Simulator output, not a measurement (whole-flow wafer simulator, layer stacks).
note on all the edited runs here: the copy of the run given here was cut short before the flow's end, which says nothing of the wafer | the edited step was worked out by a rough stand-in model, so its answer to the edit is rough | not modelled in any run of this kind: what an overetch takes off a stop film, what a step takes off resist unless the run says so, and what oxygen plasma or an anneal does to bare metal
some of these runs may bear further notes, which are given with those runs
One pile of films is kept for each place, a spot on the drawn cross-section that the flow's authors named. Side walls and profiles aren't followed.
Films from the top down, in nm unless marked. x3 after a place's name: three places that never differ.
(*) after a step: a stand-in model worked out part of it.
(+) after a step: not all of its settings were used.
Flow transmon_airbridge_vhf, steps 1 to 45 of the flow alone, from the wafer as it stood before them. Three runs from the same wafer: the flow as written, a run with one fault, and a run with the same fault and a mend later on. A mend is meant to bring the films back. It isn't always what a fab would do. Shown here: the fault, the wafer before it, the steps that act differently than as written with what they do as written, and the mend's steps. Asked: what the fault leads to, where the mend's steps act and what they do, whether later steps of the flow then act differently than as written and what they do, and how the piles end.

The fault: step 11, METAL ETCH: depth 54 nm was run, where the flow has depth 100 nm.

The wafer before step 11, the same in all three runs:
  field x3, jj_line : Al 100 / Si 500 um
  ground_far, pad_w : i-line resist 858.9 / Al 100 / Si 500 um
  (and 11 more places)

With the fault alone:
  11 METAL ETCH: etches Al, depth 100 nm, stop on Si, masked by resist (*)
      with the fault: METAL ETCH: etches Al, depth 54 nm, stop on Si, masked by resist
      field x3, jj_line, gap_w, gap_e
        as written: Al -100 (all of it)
        with the fault: Al -54
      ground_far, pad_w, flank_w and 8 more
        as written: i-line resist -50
        with the fault: i-line resist -27
  Later steps of the flow that act differently than as written (14 more steps differ only slightly, by at most 2% or 0.5 nm, whichever is larger, and aren't shown):
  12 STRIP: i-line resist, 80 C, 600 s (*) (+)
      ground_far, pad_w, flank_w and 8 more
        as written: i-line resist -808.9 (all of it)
        with the fault: i-line resist -831.9 (all of it)
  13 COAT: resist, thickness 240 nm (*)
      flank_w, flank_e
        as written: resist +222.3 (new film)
        with the fault: resist +229.9 (new film)
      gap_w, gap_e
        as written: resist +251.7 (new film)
        with the fault: resist +246.5 (new film)
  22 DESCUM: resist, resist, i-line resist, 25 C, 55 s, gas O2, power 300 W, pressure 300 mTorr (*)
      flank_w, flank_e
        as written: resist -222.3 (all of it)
        with the fault: resist -229.9 (all of it)
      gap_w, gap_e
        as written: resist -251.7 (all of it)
        with the fault: resist -246.5 (all of it)
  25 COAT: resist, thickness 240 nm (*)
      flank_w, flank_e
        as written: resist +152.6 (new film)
        with the fault: resist +158 (new film)
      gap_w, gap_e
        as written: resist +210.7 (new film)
        with the fault: resist +205.8 (new film)
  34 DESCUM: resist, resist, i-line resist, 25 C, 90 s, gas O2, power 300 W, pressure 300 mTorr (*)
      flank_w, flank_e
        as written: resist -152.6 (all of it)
        with the fault: resist -158 (all of it)
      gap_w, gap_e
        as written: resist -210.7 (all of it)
        with the fault: resist -205.8 (all of it)
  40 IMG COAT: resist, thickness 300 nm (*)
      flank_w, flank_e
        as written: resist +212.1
        with the fault: resist +219.2
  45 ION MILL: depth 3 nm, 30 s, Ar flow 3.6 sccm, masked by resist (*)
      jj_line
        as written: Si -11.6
        with the fault: Al -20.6
  At the end the piles differ from the flow's by more than 2% or 0.5 nm, whichever is larger, at field x3, jj_line, gap_w, gap_e.
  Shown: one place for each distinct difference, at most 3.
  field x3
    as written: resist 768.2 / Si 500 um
    with the fault: resist 768.2 / Al 46 / Si 500 um
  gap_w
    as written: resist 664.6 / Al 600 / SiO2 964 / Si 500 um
    with the fault: resist 651.8 / Al 600 / SiO2 964 / Al 46 / Si 500 um
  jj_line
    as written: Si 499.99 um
    with the fault: Al 25.4 / Si 500 um

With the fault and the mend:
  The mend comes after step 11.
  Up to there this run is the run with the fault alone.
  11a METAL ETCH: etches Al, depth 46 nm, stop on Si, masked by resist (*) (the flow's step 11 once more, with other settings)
      ground_far, pad_w, flank_w and 8 more
        i-line resist -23
      field x3, jj_line, gap_w, gap_e
        Al -46 (all of it)
  No later step of the flow acts differently than as written at any place that is followed.
  At the end the piles are the same as the flow's at every place that both follow.
